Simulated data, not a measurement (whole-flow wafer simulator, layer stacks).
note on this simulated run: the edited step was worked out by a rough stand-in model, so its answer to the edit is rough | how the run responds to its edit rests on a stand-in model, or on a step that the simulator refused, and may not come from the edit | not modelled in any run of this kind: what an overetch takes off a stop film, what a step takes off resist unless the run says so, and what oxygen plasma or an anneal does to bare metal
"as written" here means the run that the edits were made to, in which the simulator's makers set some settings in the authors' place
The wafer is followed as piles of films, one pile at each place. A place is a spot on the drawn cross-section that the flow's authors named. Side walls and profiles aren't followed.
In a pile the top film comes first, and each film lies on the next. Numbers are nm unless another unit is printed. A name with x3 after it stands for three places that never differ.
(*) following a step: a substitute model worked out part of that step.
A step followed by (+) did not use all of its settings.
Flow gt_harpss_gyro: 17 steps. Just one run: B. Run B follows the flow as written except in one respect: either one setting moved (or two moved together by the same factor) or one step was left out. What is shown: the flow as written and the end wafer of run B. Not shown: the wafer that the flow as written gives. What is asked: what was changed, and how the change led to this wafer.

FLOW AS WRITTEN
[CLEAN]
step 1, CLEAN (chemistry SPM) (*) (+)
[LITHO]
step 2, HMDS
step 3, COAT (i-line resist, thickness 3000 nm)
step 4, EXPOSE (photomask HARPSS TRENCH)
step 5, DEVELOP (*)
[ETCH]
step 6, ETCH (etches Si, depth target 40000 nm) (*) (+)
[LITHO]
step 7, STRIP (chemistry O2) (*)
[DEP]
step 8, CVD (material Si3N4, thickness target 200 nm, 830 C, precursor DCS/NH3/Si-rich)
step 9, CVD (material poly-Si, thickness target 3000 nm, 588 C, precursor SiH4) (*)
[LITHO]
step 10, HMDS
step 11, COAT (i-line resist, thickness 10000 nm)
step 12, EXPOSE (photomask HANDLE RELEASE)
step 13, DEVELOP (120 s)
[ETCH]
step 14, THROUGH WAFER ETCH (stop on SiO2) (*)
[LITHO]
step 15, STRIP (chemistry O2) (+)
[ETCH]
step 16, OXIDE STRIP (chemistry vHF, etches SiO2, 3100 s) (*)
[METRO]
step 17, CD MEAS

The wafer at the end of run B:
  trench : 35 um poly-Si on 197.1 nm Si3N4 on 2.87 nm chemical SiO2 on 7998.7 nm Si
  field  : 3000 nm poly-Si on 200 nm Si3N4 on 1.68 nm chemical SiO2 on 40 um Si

What caused this: step 6, ETCH: depth target 32000 nm was run, while the flow as written has depth target 40000 nm.

The path from the change to this, step by step:
  step 6, ETCH (etches Si, depth target 40000 nm) (*) (+)
      trench: -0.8 chemical SiO2 (all of it), -32 um Si (it would be, as written: -0.8 chemical SiO2 (all of it), -40 um Si (all of it))
      field: -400 i-line resist (it would be, as written: -500 i-line resist)
  step 7, STRIP (chemistry O2) (*)
      trench: +2.87 chemical SiO2 (new film), -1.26 Si (it would be, as written: nothing)
      field: -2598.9 i-line resist (all of it), +0.88 chemical SiO2, -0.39 Si (it would be, as written: -2498.9 i-line resist (all of it), +0.87 chemical SiO2, -0.38 Si)
  step 9, CVD (material poly-Si, thickness target 3000 nm, 588 C, precursor SiH4) (*)
      trench: +35 um poly-Si (new film) (it would be, as written: +43.01 um poly-Si (new film))
